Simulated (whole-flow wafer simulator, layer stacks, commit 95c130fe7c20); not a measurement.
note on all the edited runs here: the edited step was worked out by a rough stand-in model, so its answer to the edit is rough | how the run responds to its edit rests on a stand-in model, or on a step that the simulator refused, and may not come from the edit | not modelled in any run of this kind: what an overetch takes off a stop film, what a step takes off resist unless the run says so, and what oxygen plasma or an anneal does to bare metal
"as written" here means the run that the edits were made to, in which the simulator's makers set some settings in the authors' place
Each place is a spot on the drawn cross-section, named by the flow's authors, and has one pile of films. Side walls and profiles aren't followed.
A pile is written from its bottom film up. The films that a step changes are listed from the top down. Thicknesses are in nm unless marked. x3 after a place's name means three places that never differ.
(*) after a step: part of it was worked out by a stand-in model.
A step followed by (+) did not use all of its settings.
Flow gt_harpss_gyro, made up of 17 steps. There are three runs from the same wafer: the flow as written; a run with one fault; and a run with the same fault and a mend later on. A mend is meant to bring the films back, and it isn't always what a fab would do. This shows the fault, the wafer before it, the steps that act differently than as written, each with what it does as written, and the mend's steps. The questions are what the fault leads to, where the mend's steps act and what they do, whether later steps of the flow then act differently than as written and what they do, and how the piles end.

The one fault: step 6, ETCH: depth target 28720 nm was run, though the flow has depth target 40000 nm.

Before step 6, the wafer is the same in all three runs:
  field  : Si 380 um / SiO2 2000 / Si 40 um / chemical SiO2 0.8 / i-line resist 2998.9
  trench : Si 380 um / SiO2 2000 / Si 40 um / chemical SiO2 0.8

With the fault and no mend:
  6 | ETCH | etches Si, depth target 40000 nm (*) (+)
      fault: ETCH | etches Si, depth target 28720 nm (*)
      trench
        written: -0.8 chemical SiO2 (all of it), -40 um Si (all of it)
        fault: -0.8 chemical SiO2 (all of it), -28.72 um Si
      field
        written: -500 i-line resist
        fault: -359 i-line resist
  Steps further on in the flow that do not act as written (not shown: 3 more steps that differ only slightly, by at most 2% or 0.5 nm, whichever is larger):
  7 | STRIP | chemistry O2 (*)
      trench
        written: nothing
        fault: +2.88 chemical SiO2 (new film), -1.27 Si
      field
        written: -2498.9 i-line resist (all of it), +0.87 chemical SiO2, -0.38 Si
        fault: -2639.9 i-line resist (all of it), +0.88 chemical SiO2, -0.39 Si
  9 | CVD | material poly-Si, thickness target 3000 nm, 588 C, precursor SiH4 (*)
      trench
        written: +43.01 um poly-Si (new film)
        fault: +31.72 um poly-Si (new film)
  The piles end different from the flow's at trench by more than 2% or 0.5 nm, whichever is larger.
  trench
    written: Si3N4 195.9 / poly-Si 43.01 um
    fault: Si 11.28 um / chemical SiO2 2.88 / Si3N4 197.6 / poly-Si 31.72 um

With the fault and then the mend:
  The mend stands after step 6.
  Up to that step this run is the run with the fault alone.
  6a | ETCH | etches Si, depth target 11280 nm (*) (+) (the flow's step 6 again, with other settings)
      field
        -141 i-line resist
      trench
        -11.28 um Si (all of it)
  Later steps of the flow that are run all act as written at every place that is followed.
  The piles end the same as the flow's at every place that both follow.
